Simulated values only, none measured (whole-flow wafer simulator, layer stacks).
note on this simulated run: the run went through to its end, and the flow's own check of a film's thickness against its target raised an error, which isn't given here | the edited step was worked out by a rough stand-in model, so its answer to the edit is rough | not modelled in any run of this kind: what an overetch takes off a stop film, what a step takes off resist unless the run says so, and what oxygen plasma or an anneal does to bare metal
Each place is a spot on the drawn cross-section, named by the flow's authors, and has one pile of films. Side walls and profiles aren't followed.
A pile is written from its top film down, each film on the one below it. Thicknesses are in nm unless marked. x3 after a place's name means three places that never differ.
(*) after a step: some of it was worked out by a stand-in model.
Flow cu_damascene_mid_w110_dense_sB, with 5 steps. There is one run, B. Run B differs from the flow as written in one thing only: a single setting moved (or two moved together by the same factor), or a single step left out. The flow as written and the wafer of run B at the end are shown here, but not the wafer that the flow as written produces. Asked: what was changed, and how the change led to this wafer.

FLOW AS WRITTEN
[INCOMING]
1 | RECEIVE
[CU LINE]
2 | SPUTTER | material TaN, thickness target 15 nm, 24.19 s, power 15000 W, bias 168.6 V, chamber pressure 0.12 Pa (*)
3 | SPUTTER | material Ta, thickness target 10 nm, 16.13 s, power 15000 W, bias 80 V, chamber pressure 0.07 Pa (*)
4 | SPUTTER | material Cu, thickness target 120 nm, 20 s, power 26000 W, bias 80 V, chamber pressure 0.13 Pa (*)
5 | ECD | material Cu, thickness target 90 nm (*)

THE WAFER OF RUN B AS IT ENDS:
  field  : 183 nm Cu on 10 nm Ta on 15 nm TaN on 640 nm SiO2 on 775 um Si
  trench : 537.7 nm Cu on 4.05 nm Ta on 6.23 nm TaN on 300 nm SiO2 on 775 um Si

What caused this: step 5, ECD: thickness target 63 nm was run, though the flow has thickness target 90 nm.

How this came from the change, step by step:
  5 | ECD | material Cu, thickness target 90 nm (*)
      field: +63 Cu (it would be, as written: +90 Cu)
      trench: +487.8 Cu (it would be, as written: +514.8 Cu)
